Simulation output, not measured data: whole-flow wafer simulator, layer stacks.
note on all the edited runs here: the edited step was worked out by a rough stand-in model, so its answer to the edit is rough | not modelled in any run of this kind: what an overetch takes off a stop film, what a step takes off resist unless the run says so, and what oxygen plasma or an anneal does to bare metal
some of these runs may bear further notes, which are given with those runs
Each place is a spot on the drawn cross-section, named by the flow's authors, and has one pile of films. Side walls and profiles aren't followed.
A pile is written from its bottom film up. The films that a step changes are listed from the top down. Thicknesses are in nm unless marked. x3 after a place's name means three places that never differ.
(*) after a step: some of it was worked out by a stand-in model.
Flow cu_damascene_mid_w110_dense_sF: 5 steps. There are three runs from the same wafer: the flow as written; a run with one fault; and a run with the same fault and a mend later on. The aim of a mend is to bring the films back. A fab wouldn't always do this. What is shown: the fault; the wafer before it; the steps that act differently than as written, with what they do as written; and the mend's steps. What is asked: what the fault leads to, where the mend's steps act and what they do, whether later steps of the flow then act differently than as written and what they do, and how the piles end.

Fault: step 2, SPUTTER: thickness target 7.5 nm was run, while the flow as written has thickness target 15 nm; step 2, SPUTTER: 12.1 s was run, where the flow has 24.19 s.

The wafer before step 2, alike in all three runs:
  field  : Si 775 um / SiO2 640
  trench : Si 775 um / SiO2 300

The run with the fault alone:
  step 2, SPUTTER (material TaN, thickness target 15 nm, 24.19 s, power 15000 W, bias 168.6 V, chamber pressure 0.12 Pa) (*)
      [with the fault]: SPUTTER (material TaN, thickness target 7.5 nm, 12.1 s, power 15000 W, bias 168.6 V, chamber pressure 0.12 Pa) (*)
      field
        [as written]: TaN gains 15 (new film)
        [with the fault]: TaN gains 7.5 (new film)
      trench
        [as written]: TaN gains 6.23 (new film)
        [with the fault]: TaN gains 3.12 (new film)
  Steps later in the flow that act otherwise than as written (2 more steps, not shown, differ only slightly: by at most 2% or 0.5 nm, whichever is larger):
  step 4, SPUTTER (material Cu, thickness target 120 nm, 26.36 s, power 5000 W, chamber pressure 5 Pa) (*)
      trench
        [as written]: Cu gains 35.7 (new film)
        [with the fault]: Cu gains 36.6 (new film)
  By the end, the piles at field, trench depart from the flow's by more than 2% or 0.5 nm, whichever is larger.
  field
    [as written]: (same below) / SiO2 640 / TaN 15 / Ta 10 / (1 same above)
    [with the fault]: (same below) / SiO2 640 / TaN 7.5 / Ta 10 / (1 same above)
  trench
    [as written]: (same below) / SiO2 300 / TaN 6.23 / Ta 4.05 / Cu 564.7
    [with the fault]: (same below) / SiO2 300 / TaN 3.12 / Ta 4.14 / Cu 560.2

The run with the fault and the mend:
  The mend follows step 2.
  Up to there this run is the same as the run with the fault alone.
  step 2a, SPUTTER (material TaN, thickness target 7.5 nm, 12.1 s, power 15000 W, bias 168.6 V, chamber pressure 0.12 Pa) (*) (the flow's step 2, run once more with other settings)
      field
        TaN gains 7.5
      trench
        TaN gains 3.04
  Every later step of the flow that is run acts as written, at every place that is followed, to within 2% or 0.5 nm, whichever is larger.
  The piles end only slightly different from the flow's at the places that both follow, by no more than 2% or 0.5 nm, whichever is larger.
